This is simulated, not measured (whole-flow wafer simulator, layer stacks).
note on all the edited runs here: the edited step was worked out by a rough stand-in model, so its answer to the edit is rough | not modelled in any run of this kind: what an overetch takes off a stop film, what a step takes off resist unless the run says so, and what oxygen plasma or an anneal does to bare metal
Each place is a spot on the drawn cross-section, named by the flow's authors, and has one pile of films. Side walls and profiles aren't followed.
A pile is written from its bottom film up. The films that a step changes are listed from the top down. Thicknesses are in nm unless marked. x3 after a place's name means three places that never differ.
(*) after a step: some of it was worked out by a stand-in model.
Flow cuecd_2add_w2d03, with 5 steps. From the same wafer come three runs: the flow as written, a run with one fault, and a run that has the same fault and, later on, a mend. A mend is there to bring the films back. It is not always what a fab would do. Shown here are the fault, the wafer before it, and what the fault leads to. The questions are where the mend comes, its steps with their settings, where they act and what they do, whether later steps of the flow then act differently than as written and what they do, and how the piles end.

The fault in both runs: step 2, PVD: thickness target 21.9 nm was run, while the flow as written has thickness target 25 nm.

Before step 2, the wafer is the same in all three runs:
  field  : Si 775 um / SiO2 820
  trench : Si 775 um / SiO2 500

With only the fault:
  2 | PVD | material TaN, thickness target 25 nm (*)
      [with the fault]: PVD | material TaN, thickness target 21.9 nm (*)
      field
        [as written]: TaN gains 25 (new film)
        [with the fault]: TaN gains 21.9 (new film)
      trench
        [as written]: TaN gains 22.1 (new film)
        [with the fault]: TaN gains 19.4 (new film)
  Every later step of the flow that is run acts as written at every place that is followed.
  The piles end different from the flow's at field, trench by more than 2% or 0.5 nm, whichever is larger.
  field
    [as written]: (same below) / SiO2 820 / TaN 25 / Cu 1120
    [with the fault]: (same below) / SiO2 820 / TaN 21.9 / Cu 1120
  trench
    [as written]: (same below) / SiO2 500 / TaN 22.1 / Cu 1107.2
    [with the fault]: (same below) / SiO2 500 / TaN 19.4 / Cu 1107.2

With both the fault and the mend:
  After step 2 comes the mend.
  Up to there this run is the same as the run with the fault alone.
  2a | PVD | material TaN, thickness target 3.1 nm (*) (the flow's step 2 again, with other settings)
      field
        TaN gains 3.1
      trench
        TaN gains 2.73
  Every later step of the flow that is run acts as written at every place that is followed.
  The piles end the same as the flow's at every place that both follow.
